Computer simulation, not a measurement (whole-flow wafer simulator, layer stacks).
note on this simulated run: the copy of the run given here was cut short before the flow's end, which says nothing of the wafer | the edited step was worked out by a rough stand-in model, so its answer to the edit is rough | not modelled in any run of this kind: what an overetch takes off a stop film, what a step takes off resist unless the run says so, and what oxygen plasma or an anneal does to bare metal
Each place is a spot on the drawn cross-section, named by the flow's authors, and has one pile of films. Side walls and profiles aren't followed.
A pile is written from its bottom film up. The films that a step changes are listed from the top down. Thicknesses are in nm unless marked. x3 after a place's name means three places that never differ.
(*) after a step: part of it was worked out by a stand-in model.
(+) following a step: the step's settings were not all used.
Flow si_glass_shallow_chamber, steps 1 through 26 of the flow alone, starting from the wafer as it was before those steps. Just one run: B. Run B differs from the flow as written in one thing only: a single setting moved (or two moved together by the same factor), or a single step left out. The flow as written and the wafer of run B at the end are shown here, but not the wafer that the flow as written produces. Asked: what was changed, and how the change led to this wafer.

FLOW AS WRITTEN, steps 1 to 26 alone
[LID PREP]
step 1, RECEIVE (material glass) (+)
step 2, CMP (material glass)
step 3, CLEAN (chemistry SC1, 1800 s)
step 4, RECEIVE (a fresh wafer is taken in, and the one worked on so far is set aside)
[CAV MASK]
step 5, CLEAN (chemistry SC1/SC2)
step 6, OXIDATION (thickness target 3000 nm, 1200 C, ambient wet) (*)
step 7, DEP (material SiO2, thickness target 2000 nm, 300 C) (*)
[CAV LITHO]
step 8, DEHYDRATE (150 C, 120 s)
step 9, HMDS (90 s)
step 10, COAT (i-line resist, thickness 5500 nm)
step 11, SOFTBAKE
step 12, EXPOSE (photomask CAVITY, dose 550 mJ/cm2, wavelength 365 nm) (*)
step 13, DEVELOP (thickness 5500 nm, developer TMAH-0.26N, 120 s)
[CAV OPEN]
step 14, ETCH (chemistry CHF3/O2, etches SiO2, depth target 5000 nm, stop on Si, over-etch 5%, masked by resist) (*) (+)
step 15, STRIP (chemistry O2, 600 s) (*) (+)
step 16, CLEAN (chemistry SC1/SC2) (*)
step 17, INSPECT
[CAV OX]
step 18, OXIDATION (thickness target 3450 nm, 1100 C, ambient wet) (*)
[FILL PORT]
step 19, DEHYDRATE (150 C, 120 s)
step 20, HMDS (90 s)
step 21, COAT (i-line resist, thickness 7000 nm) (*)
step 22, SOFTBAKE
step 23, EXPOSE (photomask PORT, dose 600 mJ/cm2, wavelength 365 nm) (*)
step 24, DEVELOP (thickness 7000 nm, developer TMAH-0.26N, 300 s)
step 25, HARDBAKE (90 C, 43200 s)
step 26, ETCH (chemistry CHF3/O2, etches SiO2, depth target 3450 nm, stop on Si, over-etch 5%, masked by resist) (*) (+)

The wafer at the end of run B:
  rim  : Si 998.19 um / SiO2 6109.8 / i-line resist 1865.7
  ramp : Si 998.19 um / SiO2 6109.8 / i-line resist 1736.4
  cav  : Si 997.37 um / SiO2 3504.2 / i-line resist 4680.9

The reason: step 14, ETCH: depth target 4250 nm was run, whereas the flow has depth target 5000 nm.

How this came from the change, step by step:
  step 14, ETCH (chemistry CHF3/O2, etches SiO2, depth target 5000 nm, stop on Si, over-etch 5%, masked by resist) (*) (+)
      cav, port: SiO2 loses 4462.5 (in the flow as written it would be: SiO2 loses 5000 (all of it), Si loses 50)
      rim, ramp, septum, ring: i-line resist loses 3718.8 (in the flow as written it would be: i-line resist loses 4375)
  step 15, STRIP (chemistry O2, 600 s) (*) (+)
      cav, port: nothing (in the flow as written it would be: chemical SiO2 gains 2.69 (new film), Si loses 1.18)
      rim, ramp, septum, ring: i-line resist loses 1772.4 (all of it) (in the flow as written it would be: i-line resist loses 1116.2 (all of it))
  step 18, OXIDATION (thickness target 3450 nm, 1100 C, ambient wet) (*)
      cav, port: SiO2 gains 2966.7, Si loses 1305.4 (in the flow as written it would be: SiO2 gains 3450 (new film), chemical SiO2 loses 2.69 (all of it), Si loses 1516.8)
  step 21, COAT (i-line resist, thickness 7000 nm) (*)
      ramp: i-line resist gains 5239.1 (new film) (in the flow as written it would be: i-line resist gains 5087.8 (new film))
  step 22, SOFTBAKE
      rim: i-line resist loses 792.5 (in the flow as written it would be: i-line resist loses 849)
      ramp: i-line resist loses 396.3 (in the flow as written it would be: i-line resist loses 434.5)
      (as well as at 4 more places)
  step 25, HARDBAKE (90 C, 43200 s)
      rim: i-line resist loses 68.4 (in the flow as written it would be: i-line resist loses 62.5)
      ramp: i-line resist loses 63.6 (in the flow as written it would be: i-line resist loses 57.1)
      (as well as at 1 more place)
  step 26, ETCH (chemistry CHF3/O2, etches SiO2, depth target 3450 nm, stop on Si, over-etch 5%, masked by resist) (*) (+)
      port: SiO2 loses 3504.2 (all of it), Si loses 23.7 (in the flow as written it would be: SiO2 loses 3450 (all of it), Si loses 34.5)
